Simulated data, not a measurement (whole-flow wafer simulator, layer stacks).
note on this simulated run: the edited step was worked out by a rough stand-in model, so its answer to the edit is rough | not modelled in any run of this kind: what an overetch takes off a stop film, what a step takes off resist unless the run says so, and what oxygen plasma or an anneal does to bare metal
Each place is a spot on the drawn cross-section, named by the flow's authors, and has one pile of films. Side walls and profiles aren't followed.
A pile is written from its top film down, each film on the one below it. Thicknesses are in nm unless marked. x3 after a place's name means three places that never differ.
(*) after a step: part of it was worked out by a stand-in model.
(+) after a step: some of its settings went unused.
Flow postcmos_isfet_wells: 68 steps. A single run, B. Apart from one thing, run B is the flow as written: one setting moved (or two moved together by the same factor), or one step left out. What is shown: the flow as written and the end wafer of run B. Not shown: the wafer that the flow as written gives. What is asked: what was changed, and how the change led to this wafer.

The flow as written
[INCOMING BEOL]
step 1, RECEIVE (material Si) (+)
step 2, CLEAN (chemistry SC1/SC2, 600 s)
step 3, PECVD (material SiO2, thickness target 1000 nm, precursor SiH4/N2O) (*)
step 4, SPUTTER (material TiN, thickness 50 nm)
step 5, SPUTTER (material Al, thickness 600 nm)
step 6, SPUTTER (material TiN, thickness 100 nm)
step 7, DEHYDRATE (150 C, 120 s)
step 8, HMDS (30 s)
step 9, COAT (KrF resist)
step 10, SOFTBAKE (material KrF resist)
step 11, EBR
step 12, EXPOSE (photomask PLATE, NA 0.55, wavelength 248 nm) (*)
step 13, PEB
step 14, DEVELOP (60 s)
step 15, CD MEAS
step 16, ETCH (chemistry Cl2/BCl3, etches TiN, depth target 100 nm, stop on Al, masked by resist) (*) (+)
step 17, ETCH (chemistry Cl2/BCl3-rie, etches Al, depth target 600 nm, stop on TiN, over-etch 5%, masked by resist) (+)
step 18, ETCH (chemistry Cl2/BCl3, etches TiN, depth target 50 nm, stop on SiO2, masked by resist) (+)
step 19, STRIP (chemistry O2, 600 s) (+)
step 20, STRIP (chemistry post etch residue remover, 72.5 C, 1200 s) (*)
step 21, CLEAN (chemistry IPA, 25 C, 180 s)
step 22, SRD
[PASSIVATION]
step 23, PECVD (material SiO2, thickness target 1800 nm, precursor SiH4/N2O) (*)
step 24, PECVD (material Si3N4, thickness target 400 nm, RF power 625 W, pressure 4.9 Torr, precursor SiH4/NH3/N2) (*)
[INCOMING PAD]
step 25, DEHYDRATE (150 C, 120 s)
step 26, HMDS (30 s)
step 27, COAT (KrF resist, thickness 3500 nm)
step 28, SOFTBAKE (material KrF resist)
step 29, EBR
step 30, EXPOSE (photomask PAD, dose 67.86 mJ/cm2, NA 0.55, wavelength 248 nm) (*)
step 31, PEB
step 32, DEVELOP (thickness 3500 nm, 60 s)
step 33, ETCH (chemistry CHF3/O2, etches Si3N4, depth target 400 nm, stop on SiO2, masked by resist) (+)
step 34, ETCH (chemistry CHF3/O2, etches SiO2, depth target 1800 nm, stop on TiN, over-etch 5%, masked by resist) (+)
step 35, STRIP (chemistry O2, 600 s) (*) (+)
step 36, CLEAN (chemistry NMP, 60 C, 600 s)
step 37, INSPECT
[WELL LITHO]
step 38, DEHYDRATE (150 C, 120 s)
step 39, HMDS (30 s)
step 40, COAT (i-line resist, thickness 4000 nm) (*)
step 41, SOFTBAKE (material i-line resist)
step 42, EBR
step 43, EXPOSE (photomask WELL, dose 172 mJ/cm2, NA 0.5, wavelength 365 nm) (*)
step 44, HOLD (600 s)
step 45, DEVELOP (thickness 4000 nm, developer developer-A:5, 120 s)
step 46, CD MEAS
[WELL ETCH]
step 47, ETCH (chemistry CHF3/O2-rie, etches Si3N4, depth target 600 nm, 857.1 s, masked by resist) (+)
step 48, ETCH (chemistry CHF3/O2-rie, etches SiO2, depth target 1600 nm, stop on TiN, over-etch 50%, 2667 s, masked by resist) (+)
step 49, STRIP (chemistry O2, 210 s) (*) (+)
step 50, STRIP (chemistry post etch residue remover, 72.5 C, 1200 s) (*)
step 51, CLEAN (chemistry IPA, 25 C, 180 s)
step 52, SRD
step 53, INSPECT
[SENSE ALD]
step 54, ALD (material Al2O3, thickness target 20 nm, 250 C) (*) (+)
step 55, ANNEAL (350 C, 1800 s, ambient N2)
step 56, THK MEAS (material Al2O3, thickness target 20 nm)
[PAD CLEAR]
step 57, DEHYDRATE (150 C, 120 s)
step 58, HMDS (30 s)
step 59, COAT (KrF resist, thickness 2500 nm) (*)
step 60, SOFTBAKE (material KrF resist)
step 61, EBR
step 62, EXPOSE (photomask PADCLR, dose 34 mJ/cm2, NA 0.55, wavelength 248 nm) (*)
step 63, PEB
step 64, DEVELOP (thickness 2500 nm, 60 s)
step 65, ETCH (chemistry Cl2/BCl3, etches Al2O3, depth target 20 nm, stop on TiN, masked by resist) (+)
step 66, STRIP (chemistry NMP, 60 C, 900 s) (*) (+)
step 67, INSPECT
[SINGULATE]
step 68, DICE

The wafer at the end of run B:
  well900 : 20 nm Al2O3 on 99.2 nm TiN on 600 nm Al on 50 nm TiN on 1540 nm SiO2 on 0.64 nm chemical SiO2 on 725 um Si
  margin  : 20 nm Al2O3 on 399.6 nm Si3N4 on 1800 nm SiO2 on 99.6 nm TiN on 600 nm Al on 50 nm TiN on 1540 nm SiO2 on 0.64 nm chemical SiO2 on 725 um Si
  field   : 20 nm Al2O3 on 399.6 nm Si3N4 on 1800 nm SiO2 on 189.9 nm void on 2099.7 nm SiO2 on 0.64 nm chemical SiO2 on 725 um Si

What caused this: step 3, PECVD: thickness target 1540 nm was run, while the flow as written has thickness target 1000 nm.
One can read it off the wafer: well900 has SiO2 1540, and step 3 as written asks for 1000 nm.

How this came from the change, step by step:
  step 3, PECVD (material SiO2, thickness target 1000 nm, precursor SiH4/N2O) (*)
      field, margin, well900, well1300 x3, pad_rim, pad_clr, pad_open: +1540 SiO2 (new film) (as written it would have been: +1000 SiO2 (new film))
